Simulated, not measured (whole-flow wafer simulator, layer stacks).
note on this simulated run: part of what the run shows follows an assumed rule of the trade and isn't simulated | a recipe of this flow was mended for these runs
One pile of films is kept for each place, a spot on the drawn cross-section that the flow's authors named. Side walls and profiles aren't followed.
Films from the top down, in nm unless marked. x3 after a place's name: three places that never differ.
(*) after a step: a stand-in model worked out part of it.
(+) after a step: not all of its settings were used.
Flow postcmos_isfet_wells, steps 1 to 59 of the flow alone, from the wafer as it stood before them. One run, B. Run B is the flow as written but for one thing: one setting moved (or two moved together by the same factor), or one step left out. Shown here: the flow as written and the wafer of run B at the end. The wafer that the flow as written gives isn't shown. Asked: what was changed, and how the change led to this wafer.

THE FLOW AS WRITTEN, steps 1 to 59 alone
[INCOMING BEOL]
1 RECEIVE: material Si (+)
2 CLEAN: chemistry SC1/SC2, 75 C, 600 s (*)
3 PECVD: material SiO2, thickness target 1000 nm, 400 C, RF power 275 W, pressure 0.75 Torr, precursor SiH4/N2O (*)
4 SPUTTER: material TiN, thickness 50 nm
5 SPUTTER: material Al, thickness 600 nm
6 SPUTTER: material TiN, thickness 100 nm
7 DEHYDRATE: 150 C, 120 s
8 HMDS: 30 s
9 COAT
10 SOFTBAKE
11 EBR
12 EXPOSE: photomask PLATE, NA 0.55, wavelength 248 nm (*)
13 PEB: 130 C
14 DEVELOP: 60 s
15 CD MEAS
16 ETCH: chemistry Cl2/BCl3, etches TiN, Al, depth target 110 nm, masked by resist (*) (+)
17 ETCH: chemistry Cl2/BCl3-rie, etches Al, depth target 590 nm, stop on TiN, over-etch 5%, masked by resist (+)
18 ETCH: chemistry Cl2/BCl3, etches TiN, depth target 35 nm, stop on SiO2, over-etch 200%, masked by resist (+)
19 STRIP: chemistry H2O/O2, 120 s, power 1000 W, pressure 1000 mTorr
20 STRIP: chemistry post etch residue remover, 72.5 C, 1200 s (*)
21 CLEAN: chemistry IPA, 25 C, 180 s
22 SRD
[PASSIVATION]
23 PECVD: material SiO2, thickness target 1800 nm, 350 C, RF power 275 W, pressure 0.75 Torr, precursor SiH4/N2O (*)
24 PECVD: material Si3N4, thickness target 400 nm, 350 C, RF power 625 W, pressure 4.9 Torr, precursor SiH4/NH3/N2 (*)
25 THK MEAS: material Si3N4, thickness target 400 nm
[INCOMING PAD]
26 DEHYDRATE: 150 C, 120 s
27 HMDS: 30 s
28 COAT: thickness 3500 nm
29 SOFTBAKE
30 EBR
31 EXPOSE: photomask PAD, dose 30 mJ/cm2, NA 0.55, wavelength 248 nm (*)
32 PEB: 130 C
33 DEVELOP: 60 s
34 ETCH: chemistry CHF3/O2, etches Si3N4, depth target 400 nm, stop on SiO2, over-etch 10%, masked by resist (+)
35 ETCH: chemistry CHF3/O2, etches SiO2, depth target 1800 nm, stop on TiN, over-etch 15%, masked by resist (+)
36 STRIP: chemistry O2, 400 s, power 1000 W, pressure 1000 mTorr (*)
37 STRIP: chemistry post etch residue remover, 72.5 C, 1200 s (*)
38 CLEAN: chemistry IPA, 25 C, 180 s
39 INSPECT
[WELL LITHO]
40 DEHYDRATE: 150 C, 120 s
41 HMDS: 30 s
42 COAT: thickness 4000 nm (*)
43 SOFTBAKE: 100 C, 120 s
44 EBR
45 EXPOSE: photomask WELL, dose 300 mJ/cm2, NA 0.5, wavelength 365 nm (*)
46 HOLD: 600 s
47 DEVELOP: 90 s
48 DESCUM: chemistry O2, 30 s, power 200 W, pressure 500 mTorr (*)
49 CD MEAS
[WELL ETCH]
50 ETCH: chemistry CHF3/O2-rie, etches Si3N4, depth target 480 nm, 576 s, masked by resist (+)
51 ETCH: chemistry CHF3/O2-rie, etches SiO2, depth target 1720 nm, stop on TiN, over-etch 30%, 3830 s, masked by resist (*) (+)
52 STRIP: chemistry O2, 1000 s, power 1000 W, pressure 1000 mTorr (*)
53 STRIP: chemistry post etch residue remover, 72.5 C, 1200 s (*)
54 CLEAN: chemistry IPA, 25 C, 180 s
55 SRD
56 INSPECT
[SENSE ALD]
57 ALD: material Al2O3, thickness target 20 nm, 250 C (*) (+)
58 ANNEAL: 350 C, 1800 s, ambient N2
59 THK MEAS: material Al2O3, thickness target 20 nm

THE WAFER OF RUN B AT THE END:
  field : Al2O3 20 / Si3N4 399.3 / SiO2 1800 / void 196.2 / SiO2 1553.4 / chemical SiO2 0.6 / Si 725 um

The cause: step 17, ETCH: depth target 531 nm was run, where the flow has depth target 590 nm.

How the change led to this, step by step:
  17 ETCH: chemistry Cl2/BCl3-rie, etches Al, depth target 590 nm, stop on TiN, over-etch 5%, masked by resist (+)
      field: Al -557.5 (as written it would be: Al -590 (all of it), TiN -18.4)
      margin x2, well900 x4, pad_clr, pad_open: thick-KrF-resist -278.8 (as written it would be: thick-KrF-resist -309.8)
  18 ETCH: chemistry Cl2/BCl3, etches TiN, depth target 35 nm, stop on SiO2, over-etch 200%, masked by resist (+)
      field: Al -32.5 (all of it), TiN -50 (all of it), SiO2 -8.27 (as written it would be: TiN -31.6 (all of it), SiO2 -14.7)
      margin x2, well900 x4, pad_clr, pad_open: thick-KrF-resist -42 (as written it would be: thick-KrF-resist -37.9)
  19 STRIP: chemistry H2O/O2, 120 s, power 1000 W, pressure 1000 mTorr
      margin x2, well900 x4, pad_clr, pad_open: thick-KrF-resist -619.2 (all of it) (as written it would be: thick-KrF-resist -592.4 (all of it))
  23 PECVD: material SiO2, thickness target 1800 nm, 350 C, RF power 275 W, pressure 0.75 Torr, precursor SiH4/N2O (*)
      field: SiO2 +1800 (new film), void +196.2 (new film), SiO2 +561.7 (as written it would be: SiO2 +1800 (new film), void +201.1 (new film), SiO2 +563.2)
